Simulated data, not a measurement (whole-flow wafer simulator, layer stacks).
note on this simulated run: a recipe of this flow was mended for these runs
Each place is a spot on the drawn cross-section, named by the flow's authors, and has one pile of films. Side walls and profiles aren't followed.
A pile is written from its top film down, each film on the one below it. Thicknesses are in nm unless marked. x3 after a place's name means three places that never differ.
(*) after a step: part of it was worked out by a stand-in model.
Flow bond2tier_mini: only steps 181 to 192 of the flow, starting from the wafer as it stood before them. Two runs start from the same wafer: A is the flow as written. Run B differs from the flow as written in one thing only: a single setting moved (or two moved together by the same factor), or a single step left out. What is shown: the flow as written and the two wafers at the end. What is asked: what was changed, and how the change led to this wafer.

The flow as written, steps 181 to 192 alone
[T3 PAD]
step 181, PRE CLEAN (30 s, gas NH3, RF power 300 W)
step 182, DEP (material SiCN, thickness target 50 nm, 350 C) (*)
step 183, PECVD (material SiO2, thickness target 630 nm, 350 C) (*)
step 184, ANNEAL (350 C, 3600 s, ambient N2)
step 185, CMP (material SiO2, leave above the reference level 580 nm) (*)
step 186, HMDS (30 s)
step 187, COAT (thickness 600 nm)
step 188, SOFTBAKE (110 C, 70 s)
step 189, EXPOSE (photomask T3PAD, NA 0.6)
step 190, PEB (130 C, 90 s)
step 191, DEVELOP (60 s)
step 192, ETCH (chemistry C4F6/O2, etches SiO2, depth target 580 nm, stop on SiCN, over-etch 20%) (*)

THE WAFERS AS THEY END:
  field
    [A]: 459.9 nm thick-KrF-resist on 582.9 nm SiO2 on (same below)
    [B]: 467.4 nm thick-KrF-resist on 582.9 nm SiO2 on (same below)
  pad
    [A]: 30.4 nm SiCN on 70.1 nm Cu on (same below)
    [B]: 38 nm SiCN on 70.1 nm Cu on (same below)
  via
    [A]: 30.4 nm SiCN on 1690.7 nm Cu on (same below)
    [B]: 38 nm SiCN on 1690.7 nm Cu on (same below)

What caused this: step 192, ETCH: over-etch 12.3% was run, whereas the flow has over-etch 20%.

The path from the change to this, step by step:
  step 192, ETCH (chemistry C4F6/O2, etches SiO2, depth target 580 nm, stop on SiCN, over-etch 20%) (*)
      pad, via: A -580 SiO2 (all of it), -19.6 SiCN | B -580 SiO2 (all of it), -12 SiCN
      field: A -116 thick-KrF-resist | B -108.6 thick-KrF-resist
